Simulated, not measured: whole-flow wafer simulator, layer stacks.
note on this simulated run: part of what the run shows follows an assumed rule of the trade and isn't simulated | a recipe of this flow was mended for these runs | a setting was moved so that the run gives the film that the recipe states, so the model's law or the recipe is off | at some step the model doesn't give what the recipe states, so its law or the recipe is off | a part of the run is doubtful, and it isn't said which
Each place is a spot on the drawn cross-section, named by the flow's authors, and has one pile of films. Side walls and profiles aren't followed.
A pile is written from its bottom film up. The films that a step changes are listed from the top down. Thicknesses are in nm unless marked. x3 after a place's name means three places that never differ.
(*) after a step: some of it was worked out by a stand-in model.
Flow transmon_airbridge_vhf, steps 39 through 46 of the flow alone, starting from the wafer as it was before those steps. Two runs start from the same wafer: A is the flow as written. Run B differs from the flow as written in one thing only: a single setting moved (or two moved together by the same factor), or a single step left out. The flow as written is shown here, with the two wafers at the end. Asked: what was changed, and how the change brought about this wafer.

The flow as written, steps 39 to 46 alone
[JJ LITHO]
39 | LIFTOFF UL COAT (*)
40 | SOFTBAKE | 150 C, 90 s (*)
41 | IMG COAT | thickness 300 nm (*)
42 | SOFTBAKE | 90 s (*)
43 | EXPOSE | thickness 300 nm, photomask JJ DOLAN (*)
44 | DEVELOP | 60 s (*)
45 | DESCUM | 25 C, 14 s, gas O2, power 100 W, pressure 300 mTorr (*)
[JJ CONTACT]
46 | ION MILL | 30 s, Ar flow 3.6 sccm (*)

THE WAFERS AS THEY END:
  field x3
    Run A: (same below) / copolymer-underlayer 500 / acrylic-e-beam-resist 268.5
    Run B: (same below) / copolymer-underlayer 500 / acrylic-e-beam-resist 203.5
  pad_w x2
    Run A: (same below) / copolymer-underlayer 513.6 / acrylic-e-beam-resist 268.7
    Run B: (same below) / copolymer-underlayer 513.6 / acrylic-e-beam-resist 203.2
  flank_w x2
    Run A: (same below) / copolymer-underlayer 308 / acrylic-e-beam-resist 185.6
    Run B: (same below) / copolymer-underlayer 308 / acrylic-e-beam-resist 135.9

What caused this: step 41, IMG COAT: thickness 235 nm was run, though the flow has thickness 300 nm; step 43, EXPOSE: thickness 235 nm was run, where the flow has thickness 300 nm.

The path from the change to this, step by step:
  41 | IMG COAT | thickness 300 nm (*)
      field x3, jj_line, ground_far x3: A acrylic-e-beam-resist gains 300 (new film) | B acrylic-e-beam-resist gains 235 (new film)
      pad_w x2: A acrylic-e-beam-resist gains 300.2 (new film) | B acrylic-e-beam-resist gains 234.7 (new film)
      (also at 8 further places)
  44 | DEVELOP | 60 s (*)
      jj_line: A acrylic-e-beam-resist loses 300 (all of it), copolymer-underlayer loses 500 (all of it) | B acrylic-e-beam-resist loses 235 (all of it), copolymer-underlayer loses 500 (all of it)
